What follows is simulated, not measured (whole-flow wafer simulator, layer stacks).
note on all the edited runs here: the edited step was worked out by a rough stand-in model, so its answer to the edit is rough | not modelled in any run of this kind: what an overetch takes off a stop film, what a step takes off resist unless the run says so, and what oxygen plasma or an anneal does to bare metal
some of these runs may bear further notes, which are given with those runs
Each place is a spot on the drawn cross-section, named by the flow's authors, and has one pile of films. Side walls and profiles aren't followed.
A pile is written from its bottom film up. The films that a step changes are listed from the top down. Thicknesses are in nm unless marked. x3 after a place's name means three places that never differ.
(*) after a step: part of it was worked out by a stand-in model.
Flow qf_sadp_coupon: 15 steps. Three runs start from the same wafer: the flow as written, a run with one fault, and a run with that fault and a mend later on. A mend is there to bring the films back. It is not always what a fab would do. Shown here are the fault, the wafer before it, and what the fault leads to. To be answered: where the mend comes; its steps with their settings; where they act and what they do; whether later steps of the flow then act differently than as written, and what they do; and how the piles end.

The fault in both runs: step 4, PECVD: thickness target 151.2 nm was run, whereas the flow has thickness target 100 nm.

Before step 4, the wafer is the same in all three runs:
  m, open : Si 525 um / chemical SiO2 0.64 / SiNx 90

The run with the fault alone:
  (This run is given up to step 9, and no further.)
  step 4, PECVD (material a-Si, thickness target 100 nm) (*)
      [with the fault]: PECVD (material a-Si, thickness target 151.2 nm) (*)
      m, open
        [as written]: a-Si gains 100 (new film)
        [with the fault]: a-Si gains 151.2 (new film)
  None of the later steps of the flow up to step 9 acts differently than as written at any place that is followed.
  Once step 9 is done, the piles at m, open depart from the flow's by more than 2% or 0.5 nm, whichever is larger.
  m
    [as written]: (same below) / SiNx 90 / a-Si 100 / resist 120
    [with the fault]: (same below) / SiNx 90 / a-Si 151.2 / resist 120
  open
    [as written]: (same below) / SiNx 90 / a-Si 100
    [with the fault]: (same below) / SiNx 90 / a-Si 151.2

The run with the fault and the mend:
  The mend stands after step 4.
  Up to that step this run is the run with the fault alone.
  step 4a, ETCH (chemistry tmah, depth target 173.9 nm)
      m, open
        a-Si loses 151.2 (all of it)
  step 4b, PECVD (material a-Si, thickness target 100 nm) (*) (the flow's step 4 again)
      m, open
        a-Si gains 100 (new film)
  None of the later steps of the flow acts differently than as written at any place that is followed.
  By the end, the piles equal the flow's at every place that both follow.
